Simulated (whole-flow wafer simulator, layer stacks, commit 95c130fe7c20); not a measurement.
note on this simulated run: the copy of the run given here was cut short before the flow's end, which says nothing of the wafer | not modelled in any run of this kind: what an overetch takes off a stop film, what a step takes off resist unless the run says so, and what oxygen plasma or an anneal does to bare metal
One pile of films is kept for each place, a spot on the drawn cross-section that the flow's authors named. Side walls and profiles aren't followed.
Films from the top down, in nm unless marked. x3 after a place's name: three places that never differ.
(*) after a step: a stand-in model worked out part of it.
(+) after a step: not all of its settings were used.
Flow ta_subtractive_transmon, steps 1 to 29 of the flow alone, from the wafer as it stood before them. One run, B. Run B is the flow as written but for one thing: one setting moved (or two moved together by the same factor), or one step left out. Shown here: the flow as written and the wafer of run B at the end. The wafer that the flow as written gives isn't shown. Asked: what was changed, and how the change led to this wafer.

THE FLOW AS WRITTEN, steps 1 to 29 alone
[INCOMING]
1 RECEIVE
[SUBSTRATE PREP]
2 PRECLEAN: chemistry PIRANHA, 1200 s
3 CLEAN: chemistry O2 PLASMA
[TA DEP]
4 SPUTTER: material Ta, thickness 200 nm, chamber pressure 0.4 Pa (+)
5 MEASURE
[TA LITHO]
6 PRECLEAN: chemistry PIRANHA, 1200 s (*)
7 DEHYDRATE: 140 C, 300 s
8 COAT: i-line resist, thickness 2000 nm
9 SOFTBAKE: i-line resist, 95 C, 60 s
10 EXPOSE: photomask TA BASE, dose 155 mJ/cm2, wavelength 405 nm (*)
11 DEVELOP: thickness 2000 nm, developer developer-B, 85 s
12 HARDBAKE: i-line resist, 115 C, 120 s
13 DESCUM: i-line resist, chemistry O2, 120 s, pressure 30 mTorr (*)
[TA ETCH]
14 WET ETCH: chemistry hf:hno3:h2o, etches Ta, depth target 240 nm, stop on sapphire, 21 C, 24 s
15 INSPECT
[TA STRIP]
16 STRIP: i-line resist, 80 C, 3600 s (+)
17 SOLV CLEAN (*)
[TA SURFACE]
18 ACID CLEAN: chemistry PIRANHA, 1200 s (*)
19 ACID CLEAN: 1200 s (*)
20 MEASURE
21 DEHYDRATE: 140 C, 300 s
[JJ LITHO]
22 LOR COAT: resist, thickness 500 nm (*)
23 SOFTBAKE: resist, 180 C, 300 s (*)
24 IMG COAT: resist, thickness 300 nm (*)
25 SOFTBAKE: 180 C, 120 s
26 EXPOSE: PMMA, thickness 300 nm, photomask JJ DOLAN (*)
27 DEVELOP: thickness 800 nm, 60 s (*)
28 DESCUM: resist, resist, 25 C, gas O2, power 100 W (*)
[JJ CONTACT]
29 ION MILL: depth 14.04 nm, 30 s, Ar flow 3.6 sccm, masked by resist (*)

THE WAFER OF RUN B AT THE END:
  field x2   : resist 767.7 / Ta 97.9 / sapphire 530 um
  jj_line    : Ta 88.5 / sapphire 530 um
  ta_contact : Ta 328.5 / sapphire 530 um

The cause: step 4, SPUTTER: thickness 338.2 nm was run, where the flow has thickness 200 nm.

How the change led to this, step by step:
  4 SPUTTER: material Ta, thickness 200 nm, chamber pressure 0.4 Pa (+)
      field x2, jj_line, lead, ta_contact, ta_pad: Ta +338.2 (new film) (as written it would be: Ta +200 (new film))
  14 WET ETCH: chemistry hf:hno3:h2o, etches Ta, depth target 240 nm, stop on sapphire, 21 C, 24 s
      field x2, jj_line, lead: Ta -240 (as written it would be: Ta -200 (all of it))
  22 LOR COAT: resist, thickness 500 nm (*)
      ta_contact: resist +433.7 (new film) (as written it would be: resist +443.8 (new film))
  29 ION MILL: depth 14.04 nm, 30 s, Ar flow 3.6 sccm, masked by resist (*)
      jj_line, lead: Ta -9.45 (as written it would be: sapphire -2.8)
Counting metal films that touch as one body, field x2 has 1 body; the flow as written gives 0 bodies.
Counting metal films that touch as one body, jj_line has 1 body; the flow as written gives 0 bodies.
